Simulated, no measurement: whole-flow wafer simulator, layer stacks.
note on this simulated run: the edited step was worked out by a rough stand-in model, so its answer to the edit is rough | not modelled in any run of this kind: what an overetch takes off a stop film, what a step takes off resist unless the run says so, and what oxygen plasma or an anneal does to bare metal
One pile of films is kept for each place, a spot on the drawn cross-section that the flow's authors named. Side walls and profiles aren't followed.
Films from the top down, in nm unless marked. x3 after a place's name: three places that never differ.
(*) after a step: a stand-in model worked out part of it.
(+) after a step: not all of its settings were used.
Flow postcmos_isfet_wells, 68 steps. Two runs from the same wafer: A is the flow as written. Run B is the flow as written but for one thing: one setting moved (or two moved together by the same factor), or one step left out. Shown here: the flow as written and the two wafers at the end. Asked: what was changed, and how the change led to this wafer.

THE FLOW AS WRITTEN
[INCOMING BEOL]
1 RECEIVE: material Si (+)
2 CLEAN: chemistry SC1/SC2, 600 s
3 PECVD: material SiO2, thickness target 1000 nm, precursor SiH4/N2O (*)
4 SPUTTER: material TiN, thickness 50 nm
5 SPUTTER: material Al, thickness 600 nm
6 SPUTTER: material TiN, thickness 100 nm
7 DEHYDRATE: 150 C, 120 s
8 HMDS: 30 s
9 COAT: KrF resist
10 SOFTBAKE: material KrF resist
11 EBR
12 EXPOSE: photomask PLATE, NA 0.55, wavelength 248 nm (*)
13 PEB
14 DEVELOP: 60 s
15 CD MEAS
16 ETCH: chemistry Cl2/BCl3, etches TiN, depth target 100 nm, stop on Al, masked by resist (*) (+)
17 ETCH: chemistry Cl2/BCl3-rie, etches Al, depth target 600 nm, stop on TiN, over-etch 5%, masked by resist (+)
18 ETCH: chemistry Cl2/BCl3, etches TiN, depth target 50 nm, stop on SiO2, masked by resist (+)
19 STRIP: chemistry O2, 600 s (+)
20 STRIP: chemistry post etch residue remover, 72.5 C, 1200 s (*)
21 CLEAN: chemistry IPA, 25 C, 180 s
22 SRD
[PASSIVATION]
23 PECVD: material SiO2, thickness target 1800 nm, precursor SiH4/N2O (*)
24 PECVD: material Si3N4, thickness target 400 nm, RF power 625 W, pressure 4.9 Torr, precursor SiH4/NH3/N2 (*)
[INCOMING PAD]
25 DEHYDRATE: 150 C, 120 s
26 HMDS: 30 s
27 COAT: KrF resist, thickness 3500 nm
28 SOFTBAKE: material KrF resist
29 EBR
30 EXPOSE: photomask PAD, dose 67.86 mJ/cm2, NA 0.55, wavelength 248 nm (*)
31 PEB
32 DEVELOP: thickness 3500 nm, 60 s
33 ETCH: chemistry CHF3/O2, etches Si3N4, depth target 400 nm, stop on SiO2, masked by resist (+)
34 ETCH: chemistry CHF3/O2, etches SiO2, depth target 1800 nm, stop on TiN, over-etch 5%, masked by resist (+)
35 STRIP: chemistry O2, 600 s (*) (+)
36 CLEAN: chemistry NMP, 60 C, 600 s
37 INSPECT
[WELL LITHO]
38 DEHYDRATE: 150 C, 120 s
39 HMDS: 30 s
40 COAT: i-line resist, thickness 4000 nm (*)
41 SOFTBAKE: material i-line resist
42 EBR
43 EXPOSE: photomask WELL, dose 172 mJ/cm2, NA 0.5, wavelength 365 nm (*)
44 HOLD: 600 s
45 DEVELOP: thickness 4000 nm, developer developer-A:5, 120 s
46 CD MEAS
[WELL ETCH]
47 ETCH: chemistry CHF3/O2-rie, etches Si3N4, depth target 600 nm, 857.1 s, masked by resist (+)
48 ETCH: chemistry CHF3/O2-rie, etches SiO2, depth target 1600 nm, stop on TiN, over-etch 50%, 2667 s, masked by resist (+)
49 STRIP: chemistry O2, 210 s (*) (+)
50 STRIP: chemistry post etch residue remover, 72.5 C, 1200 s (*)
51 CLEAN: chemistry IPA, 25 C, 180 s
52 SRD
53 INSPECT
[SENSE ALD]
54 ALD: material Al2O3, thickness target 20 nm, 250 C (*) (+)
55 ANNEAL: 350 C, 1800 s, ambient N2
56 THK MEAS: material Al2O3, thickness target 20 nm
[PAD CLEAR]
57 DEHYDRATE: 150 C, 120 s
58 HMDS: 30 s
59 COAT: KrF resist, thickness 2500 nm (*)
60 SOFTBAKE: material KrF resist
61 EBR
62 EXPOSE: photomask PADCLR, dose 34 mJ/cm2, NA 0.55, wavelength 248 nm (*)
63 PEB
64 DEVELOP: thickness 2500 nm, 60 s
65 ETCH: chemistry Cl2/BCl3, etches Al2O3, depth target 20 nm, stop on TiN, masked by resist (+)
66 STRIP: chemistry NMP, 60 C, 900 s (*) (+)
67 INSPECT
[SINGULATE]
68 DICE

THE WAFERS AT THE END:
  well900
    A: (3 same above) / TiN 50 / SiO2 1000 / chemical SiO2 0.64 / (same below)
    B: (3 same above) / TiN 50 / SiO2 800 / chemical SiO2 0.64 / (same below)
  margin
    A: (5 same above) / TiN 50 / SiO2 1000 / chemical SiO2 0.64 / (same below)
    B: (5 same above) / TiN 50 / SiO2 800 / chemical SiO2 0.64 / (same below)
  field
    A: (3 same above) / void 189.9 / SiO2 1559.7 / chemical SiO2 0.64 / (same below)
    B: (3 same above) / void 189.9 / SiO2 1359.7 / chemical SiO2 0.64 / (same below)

The cause: step 3, PECVD: thickness target 800 nm was run, where the flow has thickness target 1000 nm.
It can be read off the wafer: well900 has SiO2 800, and step 3 as written asks for 1000 nm.

How the change led to this, step by step:
  3 PECVD: material SiO2, thickness target 1000 nm, precursor SiH4/N2O (*)
      field, margin, well900, well1300 x3, pad_rim, pad_clr, pad_open: A SiO2 +1000 (new film) | B SiO2 +800 (new film)
